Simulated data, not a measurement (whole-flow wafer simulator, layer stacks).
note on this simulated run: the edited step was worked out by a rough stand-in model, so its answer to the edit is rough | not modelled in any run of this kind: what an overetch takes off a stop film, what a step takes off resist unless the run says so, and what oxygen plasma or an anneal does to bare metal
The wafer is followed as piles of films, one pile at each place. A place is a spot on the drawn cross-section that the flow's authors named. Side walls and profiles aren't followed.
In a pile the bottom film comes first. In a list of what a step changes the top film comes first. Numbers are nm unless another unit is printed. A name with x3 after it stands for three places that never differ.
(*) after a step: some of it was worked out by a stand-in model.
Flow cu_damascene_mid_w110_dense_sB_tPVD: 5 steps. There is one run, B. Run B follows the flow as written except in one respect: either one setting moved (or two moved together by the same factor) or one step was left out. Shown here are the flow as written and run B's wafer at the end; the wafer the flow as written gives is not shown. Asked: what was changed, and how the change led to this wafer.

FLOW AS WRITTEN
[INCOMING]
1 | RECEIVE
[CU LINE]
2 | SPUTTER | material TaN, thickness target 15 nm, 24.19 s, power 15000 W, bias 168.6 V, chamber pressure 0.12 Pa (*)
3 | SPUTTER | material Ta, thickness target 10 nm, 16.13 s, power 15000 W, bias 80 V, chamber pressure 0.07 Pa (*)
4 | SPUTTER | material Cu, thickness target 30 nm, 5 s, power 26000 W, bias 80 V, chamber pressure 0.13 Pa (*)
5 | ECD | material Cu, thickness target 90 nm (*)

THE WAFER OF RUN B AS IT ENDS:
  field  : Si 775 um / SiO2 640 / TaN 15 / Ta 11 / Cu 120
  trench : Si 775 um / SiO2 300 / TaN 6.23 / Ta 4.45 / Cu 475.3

The reason: step 3, SPUTTER: 17.74 s was run, though the flow has 16.13 s.

How this came from the change, step by step:
  3 | SPUTTER | material Ta, thickness target 10 nm, 16.13 s, power 15000 W, bias 80 V, chamber pressure 0.07 Pa (*)
      field: Ta gains 11 (new film) (in the flow as written it would be: Ta gains 10 (new film))
